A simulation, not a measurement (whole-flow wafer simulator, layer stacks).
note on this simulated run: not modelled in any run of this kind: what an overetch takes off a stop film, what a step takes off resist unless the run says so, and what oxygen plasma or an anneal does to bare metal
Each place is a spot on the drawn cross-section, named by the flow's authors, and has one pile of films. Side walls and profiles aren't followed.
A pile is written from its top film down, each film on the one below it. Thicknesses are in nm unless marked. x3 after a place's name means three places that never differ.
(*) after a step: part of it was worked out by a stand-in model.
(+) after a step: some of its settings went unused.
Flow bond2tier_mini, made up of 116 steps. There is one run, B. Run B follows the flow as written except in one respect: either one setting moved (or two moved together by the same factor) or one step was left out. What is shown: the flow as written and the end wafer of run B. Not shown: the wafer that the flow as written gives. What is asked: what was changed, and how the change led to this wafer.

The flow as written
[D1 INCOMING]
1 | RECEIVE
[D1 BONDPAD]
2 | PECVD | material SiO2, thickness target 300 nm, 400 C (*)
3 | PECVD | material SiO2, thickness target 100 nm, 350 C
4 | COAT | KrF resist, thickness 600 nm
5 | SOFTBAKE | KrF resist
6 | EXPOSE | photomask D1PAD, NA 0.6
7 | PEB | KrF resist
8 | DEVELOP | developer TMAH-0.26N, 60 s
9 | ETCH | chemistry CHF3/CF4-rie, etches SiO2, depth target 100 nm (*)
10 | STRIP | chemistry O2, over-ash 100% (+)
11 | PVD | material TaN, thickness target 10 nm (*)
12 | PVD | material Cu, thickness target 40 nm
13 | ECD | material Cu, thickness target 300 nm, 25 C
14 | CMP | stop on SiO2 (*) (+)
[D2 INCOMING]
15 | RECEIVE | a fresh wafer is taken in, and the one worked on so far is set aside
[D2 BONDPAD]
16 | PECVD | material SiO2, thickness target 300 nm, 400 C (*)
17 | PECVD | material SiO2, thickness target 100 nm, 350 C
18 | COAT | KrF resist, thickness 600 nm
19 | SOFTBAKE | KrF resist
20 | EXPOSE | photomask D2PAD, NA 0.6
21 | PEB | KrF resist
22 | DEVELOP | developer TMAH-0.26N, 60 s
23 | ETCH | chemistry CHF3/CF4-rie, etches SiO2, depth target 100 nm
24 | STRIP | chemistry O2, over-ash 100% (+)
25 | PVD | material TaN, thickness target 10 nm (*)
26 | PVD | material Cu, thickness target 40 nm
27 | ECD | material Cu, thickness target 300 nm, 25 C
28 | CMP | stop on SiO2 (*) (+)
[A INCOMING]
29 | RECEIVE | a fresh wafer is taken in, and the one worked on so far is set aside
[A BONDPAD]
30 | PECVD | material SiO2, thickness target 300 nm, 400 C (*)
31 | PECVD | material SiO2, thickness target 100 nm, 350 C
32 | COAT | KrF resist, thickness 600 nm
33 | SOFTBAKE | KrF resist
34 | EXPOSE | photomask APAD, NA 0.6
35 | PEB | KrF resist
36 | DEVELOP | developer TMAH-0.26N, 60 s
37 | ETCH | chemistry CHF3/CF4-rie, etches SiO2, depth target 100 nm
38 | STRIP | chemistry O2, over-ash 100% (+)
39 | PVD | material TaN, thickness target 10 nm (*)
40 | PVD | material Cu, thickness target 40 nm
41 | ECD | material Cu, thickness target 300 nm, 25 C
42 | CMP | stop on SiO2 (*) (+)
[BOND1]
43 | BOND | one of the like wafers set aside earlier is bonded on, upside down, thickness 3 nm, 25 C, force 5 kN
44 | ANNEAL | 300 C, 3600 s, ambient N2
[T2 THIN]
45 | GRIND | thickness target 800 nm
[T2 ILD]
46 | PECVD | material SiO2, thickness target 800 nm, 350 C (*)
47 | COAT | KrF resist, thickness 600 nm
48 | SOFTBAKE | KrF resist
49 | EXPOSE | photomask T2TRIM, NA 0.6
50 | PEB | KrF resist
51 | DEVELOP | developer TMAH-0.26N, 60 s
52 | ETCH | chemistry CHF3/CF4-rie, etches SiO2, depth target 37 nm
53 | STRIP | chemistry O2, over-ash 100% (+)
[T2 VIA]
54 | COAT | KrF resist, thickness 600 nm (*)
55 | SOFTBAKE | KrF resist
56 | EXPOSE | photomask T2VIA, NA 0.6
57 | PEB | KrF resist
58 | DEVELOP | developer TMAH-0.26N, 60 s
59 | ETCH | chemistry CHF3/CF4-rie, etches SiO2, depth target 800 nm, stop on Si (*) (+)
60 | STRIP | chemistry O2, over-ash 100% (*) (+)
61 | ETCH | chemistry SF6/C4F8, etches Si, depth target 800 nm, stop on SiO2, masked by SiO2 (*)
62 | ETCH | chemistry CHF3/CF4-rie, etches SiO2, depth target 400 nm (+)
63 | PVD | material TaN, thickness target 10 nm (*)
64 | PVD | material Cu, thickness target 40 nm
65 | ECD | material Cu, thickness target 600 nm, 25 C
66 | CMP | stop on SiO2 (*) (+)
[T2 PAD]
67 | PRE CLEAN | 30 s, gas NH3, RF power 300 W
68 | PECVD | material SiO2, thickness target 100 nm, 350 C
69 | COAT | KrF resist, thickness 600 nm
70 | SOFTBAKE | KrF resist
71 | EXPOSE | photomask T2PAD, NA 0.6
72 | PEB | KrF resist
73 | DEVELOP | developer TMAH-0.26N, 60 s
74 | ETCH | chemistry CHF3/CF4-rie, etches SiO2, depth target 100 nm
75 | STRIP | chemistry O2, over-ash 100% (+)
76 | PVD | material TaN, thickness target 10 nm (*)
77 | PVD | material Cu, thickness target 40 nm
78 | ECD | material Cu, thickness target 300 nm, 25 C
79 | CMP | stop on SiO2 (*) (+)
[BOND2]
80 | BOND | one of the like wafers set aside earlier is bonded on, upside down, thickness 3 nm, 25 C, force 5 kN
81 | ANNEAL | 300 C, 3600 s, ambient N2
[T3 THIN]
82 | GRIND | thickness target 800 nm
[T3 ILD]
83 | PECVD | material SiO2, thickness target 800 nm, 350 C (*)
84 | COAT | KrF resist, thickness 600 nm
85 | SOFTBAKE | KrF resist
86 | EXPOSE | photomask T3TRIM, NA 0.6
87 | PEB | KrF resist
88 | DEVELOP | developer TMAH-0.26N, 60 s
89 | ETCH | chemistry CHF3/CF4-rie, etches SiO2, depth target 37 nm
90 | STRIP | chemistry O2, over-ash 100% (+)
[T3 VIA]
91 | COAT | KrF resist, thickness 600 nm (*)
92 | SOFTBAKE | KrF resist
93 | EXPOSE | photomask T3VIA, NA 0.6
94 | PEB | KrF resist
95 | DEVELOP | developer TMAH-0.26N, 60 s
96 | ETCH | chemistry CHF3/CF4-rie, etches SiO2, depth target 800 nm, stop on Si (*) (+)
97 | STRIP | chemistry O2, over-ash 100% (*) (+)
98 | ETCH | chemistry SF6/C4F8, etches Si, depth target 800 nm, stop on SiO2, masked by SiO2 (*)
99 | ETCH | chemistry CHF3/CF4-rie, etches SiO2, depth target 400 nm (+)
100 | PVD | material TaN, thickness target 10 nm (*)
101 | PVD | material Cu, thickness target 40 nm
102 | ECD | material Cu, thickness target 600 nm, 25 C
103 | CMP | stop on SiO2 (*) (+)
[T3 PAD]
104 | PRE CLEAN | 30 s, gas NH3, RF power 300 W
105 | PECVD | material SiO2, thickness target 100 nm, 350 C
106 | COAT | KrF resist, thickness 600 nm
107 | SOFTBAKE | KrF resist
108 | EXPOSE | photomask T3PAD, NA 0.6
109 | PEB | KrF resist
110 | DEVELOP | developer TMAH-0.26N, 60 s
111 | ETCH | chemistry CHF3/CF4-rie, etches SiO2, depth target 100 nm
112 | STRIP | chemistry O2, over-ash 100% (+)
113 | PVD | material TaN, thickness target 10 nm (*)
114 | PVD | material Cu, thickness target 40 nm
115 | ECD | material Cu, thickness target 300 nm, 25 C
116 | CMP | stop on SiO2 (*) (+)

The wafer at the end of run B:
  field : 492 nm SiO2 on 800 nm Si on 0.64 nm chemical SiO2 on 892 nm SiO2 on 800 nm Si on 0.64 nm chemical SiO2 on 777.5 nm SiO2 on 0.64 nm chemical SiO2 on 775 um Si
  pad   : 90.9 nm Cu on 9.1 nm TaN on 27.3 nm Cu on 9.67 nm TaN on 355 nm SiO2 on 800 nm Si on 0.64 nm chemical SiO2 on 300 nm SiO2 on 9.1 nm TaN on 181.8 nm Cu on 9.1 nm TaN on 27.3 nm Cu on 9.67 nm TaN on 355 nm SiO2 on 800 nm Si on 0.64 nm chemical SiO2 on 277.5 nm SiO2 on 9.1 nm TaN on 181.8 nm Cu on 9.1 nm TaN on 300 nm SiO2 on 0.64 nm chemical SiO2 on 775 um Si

What caused this: step 3, PECVD: thickness target 77.5 nm was run, while the flow as written has thickness target 100 nm.

The path from the change to this, step by step:
  3 | PECVD | material SiO2, thickness target 100 nm, 350 C
      field, pad, via: +77.5 SiO2 (as written it would have been: +100 SiO2)
  43 | BOND | one of the like wafers set aside earlier is bonded on, upside down, thickness 3 nm, 25 C, force 5 kN
      field: +775 um Si (new film), +0.64 chemical SiO2 (new film), +377.5 SiO2 (as written it would have been: +775 um Si (new film), +0.64 chemical SiO2 (new film), +400 SiO2)
      pad: +775 um Si (new film), +0.64 chemical SiO2 (new film), +277.5 SiO2 (new film), +9.1 TaN (new film), +90.9 Cu (as written it would have been: +775 um Si (new film), +0.64 chemical SiO2 (new film), +300 SiO2 (new film), +9.1 TaN (new film), +90.9 Cu)
      (as well as at 1 more place)
